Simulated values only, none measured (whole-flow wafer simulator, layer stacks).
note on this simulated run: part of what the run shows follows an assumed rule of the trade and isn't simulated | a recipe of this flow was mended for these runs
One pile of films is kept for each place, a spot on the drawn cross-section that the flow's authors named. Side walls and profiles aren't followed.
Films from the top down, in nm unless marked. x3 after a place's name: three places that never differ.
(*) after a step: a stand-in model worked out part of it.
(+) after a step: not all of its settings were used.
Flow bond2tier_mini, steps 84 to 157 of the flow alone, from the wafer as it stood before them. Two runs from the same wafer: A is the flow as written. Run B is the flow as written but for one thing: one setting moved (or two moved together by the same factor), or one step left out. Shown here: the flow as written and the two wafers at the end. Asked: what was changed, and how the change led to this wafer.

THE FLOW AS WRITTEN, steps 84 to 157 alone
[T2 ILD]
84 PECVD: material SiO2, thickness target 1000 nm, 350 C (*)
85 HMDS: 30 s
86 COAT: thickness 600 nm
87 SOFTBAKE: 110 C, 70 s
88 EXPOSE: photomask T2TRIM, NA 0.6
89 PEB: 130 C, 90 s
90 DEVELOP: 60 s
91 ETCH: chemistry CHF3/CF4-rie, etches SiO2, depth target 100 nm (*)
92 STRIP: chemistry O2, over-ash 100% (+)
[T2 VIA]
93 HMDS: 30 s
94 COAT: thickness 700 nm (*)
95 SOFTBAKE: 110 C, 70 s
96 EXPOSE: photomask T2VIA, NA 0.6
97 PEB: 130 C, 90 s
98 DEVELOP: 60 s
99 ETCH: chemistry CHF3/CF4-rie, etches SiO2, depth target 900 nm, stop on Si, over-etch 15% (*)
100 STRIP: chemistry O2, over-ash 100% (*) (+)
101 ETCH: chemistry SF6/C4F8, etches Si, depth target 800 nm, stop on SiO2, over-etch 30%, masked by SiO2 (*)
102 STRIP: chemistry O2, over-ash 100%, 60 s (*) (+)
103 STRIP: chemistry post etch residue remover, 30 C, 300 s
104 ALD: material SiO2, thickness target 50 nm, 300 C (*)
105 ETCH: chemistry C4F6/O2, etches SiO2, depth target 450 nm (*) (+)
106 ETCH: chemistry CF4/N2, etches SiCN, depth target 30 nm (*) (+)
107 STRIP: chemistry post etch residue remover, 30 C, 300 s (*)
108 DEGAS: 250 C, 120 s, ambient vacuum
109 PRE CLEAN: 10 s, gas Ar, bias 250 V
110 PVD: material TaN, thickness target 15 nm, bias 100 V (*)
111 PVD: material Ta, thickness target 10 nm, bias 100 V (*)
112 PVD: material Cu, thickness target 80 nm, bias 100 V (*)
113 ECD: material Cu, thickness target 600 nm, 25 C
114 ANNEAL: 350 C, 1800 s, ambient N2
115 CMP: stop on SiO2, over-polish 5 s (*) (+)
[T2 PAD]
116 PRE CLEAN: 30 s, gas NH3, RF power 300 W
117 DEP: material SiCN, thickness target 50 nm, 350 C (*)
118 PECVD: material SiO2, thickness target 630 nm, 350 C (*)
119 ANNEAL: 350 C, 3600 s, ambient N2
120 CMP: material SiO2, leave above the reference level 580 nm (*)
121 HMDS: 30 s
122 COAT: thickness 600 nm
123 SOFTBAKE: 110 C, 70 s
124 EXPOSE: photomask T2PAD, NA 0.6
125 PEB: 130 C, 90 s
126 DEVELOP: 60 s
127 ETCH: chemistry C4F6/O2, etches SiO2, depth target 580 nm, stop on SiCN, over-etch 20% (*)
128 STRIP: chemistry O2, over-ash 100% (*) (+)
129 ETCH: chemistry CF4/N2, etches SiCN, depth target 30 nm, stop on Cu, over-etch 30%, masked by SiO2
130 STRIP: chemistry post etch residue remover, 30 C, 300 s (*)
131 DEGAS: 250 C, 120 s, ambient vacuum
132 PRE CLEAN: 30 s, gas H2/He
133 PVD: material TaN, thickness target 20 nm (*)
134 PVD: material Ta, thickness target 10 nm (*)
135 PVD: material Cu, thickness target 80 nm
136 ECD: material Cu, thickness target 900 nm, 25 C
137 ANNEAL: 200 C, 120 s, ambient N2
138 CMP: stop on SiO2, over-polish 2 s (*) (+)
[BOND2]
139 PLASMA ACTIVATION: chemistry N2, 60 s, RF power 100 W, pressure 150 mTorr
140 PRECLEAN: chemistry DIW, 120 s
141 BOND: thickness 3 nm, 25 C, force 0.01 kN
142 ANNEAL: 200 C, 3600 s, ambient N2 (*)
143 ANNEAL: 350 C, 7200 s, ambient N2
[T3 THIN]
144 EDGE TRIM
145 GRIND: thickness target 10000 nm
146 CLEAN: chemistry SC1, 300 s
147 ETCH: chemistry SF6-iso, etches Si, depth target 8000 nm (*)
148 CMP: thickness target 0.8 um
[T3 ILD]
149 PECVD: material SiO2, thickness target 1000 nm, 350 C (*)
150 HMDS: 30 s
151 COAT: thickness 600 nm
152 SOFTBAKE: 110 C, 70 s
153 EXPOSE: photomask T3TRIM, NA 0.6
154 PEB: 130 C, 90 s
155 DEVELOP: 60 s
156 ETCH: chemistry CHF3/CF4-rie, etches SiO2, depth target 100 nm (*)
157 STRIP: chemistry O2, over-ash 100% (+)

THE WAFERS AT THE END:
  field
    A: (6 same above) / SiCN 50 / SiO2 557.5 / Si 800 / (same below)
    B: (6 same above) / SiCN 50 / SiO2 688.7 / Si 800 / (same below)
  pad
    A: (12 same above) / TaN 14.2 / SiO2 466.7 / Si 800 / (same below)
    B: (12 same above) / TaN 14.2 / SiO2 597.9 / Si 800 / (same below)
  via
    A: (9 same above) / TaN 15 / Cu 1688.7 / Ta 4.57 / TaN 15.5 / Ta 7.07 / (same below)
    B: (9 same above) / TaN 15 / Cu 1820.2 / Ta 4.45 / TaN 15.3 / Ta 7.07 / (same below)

The cause: step 84, PECVD: thickness target 1131 nm was run, where the flow has thickness target 1000 nm.

How the change led to this, step by step:
  84 PECVD: material SiO2, thickness target 1000 nm, 350 C (*)
      field, pad, via: A SiO2 +1000 (new film) | B SiO2 +1131.3 (new film)
  99 ETCH: chemistry CHF3/CF4-rie, etches SiO2, depth target 900 nm, stop on Si, over-etch 15% (*)
      via: A SiO2 -900 (all of it), Si -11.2 | B SiO2 -1031.3 (all of it), Si -0.31
  112 PVD: material Cu, thickness target 80 nm, bias 100 V (*)
      via: A Cu +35 (new film) | B Cu +33.9 (new film)
  113 ECD: material Cu, thickness target 600 nm, 25 C
      via: A Cu +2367 | B Cu +2499.6
